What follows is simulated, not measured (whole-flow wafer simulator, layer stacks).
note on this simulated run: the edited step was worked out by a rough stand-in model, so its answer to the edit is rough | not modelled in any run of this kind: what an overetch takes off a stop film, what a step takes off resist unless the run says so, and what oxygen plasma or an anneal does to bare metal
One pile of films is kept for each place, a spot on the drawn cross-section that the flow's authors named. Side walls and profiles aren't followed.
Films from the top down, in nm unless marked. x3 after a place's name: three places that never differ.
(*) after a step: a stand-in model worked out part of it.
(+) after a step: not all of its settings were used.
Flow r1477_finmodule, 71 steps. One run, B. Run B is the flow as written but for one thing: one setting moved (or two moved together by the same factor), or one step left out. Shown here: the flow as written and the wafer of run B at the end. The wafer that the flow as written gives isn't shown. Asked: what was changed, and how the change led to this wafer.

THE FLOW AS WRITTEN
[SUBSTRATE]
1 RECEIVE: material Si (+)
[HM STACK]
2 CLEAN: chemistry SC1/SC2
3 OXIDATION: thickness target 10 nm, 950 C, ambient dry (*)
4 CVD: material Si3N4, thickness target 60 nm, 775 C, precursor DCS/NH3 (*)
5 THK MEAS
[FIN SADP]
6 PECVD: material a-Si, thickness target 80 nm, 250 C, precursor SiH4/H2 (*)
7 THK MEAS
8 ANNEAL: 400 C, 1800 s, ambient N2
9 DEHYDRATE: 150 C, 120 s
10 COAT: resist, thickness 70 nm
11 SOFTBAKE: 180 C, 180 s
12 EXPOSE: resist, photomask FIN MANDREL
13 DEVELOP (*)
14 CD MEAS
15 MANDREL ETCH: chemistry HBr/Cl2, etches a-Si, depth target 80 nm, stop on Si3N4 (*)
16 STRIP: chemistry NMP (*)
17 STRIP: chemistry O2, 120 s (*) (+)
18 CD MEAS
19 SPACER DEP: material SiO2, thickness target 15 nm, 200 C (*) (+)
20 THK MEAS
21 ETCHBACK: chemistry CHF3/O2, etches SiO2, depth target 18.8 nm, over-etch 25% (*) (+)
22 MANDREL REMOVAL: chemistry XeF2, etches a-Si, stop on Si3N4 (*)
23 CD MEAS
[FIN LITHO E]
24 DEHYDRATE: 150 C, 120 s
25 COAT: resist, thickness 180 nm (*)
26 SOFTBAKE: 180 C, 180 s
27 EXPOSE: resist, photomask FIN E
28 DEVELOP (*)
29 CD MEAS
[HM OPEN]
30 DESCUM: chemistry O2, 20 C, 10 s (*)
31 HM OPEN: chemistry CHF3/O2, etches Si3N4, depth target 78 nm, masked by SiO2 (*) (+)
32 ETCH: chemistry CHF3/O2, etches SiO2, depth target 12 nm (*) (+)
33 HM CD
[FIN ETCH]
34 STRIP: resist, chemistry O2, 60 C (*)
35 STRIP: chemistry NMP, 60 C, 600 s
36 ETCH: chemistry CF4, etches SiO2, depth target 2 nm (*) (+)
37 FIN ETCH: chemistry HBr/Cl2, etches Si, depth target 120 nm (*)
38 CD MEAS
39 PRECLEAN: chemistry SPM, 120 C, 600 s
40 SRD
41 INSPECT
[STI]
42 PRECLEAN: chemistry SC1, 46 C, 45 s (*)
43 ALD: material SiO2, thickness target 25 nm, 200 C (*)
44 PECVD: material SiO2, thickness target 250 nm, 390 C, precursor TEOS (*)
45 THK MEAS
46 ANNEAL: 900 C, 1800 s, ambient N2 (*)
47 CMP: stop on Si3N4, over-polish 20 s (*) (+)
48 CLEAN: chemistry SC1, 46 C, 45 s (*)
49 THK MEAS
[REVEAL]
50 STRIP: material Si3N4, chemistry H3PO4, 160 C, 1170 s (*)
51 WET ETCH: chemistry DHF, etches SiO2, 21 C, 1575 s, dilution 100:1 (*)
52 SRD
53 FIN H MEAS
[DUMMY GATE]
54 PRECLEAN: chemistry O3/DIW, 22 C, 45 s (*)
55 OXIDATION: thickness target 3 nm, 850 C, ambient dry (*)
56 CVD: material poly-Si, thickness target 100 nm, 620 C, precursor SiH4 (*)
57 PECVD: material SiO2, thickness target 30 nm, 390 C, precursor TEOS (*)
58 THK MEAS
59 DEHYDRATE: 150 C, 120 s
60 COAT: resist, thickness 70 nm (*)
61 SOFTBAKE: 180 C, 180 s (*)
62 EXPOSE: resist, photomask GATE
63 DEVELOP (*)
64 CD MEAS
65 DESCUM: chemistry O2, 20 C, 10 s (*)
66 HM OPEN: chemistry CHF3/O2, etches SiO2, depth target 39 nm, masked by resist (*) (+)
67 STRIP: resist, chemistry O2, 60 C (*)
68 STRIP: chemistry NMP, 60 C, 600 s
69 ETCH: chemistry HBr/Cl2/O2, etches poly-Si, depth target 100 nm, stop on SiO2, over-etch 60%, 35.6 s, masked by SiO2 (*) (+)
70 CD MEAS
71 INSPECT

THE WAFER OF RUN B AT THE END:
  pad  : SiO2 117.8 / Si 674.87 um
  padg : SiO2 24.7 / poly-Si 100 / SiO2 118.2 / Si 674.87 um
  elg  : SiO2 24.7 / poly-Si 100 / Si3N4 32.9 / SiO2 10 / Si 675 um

The cause: step 51, WET ETCH: 1299 s was run, where the flow has 1575 s.

How the change led to this, step by step:
  51 WET ETCH: chemistry DHF, etches SiO2, 21 C, 1575 s, dilution 100:1 (*)
      pad, padg, e40sg and 12 more: SiO2 -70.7 (as written it would be: SiO2 -85.7)
      elg, e40lg, e100lg, e200lg, elo, e40lo, e100lo, e200lo: SiO2 -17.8 (all of it), Si3N4 -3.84 (as written it would be: SiO2 -17.8 (all of it), Si3N4 -4.97)
      (and at 7 more places)
  56 CVD: material poly-Si, thickness target 100 nm, 620 C, precursor SiH4 (*)
      s40cg, s40co: poly-Si +100.1 (new film) (as written it would be: poly-Si +113.9 (new film))
      s45cg, s45co: poly-Si +100 (new film) (as written it would be: poly-Si +113.4 (new film))
      (and at 3 more places)
  60 COAT: resist, thickness 70 nm (*)
      e40sg, eso, e40so: resist +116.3 (new film) (as written it would be: resist +129.5 (new film))
      e100sg, e100so: resist +116.3 (new film) (as written it would be: resist +129.4 (new film))
      (and at 8 more places)
  63 DEVELOP (*)
      eso, e40so: resist -116.3 (all of it) (as written it would be: resist -129.5 (all of it))
      e100so: resist -116.3 (all of it) (as written it would be: resist -129.4 (all of it))
      (and at 4 more places)
  67 STRIP: resist, chemistry O2, 60 C (*)
      e40lg, e100lg, e200lg: resist -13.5 (all of it) (as written it would be: resist -12.8 (all of it))
      e40sg: resist -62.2 (all of it) (as written it would be: resist -75.4 (all of it))
      (and at 6 more places)
  69 ETCH: chemistry HBr/Cl2/O2, etches poly-Si, depth target 100 nm, stop on SiO2, over-etch 60%, 35.6 s, masked by SiO2 (*) (+)
      s40co: chemical SiO2 -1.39 (all of it), poly-Si -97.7 (all of it), SiO2 -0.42 (as written it would be: chemical SiO2 -1.46 (all of it), poly-Si -111.5 (all of it), SiO2 -0.24)
      s45co: chemical SiO2 -1.39 (all of it), poly-Si -97.6 (all of it), SiO2 -0.42 (as written it would be: chemical SiO2 -1.46 (all of it), poly-Si -110.9 (all of it), SiO2 -0.25)
      (and at 1 more place)
